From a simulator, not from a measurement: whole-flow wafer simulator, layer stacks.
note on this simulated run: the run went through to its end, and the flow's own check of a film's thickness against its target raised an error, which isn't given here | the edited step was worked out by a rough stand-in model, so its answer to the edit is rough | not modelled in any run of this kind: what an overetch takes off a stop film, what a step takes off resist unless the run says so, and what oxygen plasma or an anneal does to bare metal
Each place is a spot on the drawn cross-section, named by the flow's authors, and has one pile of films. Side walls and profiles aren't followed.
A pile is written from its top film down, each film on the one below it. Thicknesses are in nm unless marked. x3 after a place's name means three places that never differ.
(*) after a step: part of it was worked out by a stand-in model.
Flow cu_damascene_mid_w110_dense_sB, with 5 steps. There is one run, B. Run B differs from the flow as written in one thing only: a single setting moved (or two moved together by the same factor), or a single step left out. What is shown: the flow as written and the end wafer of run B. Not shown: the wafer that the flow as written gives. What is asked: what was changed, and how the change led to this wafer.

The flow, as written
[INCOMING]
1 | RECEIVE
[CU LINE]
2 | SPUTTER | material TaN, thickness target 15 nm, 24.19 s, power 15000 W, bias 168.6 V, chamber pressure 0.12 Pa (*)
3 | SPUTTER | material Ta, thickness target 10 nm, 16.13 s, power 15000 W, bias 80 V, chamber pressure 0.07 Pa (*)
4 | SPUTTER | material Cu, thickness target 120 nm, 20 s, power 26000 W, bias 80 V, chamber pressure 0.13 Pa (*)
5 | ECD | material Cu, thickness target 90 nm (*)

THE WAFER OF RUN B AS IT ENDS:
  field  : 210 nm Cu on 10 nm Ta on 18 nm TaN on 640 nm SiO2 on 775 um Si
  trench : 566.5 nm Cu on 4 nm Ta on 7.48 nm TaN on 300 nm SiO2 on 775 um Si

What caused this: step 2, SPUTTER: 29.03 s was run, whereas the flow has 24.19 s.

The path from the change to this, step by step:
  2 | SPUTTER | material TaN, thickness target 15 nm, 24.19 s, power 15000 W, bias 168.6 V, chamber pressure 0.12 Pa (*)
      field: +18 TaN (new film) (it would be, as written: +15 TaN (new film))
      trench: +7.48 TaN (new film) (it would be, as written: +6.23 TaN (new film))
